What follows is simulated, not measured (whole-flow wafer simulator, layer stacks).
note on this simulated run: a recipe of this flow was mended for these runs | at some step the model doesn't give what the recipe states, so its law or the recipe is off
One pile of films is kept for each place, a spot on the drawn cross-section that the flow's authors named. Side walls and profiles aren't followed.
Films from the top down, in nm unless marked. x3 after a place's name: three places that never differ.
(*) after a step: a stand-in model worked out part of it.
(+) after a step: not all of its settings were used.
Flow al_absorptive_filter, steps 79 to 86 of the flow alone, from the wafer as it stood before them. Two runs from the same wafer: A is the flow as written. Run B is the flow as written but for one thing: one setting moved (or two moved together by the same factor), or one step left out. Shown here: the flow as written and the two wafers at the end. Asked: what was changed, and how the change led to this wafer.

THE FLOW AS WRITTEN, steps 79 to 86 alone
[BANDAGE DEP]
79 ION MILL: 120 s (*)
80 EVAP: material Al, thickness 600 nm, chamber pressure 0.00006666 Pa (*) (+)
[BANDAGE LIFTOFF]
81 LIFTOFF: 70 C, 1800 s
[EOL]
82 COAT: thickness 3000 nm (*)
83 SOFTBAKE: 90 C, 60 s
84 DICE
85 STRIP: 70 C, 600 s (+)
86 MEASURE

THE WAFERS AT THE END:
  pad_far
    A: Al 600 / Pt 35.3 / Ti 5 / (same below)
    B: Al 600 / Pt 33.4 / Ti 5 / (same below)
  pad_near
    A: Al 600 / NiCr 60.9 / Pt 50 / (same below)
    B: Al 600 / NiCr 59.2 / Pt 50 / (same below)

The cause: step 79, ION MILL: 136 s was run, where the flow has 120 s.

How the change led to this, step by step:
  79 ION MILL: 120 s (*)
      gnd, ledge, res and 9 more: A i-line-resist -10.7 | B i-line-resist -12.1
      pad_far: A Pt -14.7 | B Pt -16.6
      (and at 1 more place)
